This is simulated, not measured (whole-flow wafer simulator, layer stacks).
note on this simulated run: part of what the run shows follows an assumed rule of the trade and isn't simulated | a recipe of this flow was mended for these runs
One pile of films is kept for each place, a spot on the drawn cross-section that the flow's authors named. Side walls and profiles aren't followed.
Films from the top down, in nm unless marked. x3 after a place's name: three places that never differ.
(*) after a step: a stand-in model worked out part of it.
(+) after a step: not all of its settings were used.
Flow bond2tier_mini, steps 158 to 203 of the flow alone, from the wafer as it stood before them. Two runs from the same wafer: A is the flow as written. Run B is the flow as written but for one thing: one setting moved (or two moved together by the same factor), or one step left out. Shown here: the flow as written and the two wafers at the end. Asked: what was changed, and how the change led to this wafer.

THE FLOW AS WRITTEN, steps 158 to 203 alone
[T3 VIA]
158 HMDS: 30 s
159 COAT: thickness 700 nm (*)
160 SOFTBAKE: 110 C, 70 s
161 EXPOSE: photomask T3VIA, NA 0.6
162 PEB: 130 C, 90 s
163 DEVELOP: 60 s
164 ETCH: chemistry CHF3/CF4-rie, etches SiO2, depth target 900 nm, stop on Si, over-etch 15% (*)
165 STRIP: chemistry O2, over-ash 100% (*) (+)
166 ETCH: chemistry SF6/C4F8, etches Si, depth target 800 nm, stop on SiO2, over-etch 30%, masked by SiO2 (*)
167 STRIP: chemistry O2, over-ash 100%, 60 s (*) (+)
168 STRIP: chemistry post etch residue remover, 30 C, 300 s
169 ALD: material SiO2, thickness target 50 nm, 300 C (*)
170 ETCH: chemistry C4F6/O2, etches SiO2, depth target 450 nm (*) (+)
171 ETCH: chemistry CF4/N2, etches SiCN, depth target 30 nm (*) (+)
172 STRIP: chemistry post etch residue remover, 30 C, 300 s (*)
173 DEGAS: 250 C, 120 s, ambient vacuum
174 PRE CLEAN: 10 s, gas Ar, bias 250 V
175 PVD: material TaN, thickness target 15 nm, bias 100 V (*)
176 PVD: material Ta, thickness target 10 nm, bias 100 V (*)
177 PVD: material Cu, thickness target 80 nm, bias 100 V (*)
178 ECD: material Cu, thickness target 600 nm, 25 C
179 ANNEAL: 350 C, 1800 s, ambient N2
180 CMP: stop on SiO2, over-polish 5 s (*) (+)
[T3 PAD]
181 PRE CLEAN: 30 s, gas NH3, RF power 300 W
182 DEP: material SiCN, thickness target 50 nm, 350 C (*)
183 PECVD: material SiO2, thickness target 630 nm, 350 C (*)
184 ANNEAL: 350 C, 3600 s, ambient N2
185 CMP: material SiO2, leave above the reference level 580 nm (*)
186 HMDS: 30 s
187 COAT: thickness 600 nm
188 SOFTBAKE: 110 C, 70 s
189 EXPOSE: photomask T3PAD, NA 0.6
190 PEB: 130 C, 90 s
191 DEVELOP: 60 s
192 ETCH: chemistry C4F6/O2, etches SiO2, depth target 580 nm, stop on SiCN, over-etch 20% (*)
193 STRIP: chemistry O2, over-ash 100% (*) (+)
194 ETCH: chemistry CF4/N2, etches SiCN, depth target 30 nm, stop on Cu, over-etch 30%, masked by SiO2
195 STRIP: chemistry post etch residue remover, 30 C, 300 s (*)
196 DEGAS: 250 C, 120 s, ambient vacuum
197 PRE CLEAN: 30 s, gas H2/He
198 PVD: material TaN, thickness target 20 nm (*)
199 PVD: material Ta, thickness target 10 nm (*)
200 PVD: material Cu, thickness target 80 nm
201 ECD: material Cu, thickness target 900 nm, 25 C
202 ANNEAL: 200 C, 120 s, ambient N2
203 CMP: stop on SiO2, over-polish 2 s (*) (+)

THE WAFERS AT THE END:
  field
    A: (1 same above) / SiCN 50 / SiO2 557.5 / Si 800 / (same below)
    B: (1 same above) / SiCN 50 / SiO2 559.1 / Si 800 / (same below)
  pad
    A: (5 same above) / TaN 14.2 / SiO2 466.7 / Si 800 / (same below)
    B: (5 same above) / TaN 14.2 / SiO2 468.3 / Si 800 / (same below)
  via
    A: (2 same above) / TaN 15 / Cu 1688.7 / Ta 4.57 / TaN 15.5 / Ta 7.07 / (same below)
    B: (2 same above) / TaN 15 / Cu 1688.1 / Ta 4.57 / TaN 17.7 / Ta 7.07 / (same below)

The cause: step 174, PRE CLEAN: bias 100 V was run, where the flow has bias 250 V.

How the change led to this, step by step:
  174 PRE CLEAN: 10 s, gas Ar, bias 250 V
      field, pad: A SiO2 -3 | B SiO2 -1.44
      via: A TaN -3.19 | B TaN -0.98
